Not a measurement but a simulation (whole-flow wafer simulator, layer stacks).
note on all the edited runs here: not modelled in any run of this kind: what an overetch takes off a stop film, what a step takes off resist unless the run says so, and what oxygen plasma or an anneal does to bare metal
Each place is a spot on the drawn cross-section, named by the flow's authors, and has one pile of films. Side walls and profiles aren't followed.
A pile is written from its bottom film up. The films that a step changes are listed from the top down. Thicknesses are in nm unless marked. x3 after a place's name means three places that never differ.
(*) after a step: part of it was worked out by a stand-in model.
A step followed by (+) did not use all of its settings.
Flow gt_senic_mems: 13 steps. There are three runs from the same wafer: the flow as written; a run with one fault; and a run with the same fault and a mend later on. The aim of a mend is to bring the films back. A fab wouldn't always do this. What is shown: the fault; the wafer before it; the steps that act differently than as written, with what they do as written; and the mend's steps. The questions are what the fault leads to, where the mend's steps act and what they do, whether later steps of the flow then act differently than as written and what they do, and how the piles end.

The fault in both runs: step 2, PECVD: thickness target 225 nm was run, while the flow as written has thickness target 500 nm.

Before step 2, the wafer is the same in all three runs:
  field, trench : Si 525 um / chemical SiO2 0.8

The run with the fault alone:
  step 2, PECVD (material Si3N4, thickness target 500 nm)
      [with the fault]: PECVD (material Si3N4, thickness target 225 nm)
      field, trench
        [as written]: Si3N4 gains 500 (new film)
        [with the fault]: Si3N4 gains 225 (new film)
  Steps later in the flow that act otherwise than as written (not shown: 2 more steps that differ only slightly, by at most 2% or 0.5 nm, whichever is larger):
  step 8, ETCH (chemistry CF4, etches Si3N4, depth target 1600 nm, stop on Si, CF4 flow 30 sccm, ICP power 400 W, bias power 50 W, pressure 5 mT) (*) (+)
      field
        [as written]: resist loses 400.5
        [with the fault]: resist loses 217.2
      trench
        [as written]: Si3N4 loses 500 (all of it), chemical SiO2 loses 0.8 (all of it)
        [with the fault]: Si3N4 loses 225 (all of it), chemical SiO2 loses 0.8 (all of it)
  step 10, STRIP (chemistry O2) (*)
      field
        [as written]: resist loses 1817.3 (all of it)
        [with the fault]: resist loses 2000.6 (all of it)
  At field, the piles at the end differ from the flow's by more than 2% or 0.5 nm, whichever is larger.
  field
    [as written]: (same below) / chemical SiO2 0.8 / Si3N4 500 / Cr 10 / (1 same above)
    [with the fault]: (same below) / chemical SiO2 0.8 / Si3N4 225 / Cr 10 / (1 same above)

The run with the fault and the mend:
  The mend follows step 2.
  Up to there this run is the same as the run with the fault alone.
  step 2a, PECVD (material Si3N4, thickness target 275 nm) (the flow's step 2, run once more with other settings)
      field, trench
        Si3N4 gains 275
  Later steps of the flow that are run all act as written at every place that is followed.
  By the end, the piles equal the flow's at every place that both follow.
